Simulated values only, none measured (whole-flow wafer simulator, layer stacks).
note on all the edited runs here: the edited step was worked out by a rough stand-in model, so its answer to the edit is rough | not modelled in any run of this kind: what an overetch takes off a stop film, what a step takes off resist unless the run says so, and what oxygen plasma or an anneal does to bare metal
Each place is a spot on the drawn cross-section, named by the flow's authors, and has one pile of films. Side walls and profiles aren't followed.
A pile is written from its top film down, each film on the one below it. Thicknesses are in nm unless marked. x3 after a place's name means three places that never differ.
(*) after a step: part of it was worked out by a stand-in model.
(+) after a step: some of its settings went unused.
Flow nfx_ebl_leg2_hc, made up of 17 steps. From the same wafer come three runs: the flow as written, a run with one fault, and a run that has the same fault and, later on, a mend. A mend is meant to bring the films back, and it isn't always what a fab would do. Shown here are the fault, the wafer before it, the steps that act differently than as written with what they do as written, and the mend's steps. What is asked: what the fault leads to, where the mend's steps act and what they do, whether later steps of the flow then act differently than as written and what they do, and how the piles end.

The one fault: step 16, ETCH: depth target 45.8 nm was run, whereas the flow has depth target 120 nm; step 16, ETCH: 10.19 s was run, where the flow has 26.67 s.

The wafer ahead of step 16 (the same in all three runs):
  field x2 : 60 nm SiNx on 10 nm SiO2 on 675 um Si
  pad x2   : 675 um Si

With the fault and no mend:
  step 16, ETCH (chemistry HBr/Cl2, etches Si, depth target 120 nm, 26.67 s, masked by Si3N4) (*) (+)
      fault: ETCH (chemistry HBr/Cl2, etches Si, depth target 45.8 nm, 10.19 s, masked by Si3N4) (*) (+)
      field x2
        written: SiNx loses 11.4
        fault: SiNx loses 4.37
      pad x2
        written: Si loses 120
        fault: Si loses 45.8
  Every later step of the flow that is run acts as written at every place that is followed.
  The piles end different from the flow's at field x2 by more than 2% or 0.5 nm, whichever is larger.
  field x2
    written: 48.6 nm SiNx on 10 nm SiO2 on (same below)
    fault: 55.6 nm SiNx on 10 nm SiO2 on (same below)

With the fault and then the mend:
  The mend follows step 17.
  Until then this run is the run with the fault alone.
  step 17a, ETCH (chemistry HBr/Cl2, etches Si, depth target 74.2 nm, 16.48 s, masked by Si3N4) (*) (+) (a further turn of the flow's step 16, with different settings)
      field x2
        SiNx loses 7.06
      pad x2
        Si loses 74.2
  Every later step of the flow that is run acts as written at every place that is followed.
  By the end, the piles equal the flow's at every place that both follow.
